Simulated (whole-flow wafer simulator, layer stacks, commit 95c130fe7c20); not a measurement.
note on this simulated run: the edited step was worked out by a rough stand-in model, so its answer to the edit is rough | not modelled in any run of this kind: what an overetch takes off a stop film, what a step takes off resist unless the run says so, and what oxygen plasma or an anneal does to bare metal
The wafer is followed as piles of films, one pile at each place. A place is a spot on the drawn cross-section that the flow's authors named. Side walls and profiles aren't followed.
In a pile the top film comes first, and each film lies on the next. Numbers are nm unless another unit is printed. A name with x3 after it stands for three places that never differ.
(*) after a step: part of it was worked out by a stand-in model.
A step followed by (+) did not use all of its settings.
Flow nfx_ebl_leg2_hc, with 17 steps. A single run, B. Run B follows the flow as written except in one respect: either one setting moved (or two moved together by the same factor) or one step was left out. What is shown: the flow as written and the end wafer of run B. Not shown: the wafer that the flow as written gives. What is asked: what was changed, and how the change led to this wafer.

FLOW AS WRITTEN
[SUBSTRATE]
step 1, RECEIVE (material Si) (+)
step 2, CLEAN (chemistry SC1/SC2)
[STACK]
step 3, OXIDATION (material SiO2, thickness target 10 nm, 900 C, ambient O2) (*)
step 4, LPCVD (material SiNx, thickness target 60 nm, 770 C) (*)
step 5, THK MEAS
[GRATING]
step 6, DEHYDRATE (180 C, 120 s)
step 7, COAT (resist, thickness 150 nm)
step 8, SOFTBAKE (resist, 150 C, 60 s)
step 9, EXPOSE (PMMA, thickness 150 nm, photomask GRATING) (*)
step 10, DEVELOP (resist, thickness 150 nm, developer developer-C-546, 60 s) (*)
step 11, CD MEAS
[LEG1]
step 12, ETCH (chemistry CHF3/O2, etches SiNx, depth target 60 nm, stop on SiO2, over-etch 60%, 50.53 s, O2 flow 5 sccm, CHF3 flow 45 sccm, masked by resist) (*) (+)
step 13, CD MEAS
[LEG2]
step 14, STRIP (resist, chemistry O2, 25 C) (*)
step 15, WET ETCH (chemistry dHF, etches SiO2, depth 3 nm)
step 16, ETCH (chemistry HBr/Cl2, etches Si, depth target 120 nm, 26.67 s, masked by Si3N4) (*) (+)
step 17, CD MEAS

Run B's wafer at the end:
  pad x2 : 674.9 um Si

The reason: step 16, ETCH: depth target 96 nm was run, whereas the flow has depth target 120 nm.

Step by step, how the change led to this:
  step 16, ETCH (chemistry HBr/Cl2, etches Si, depth target 120 nm, 26.67 s, masked by Si3N4) (*) (+)
      pad x2: Si loses 96 (in the flow as written it would be: Si loses 120)
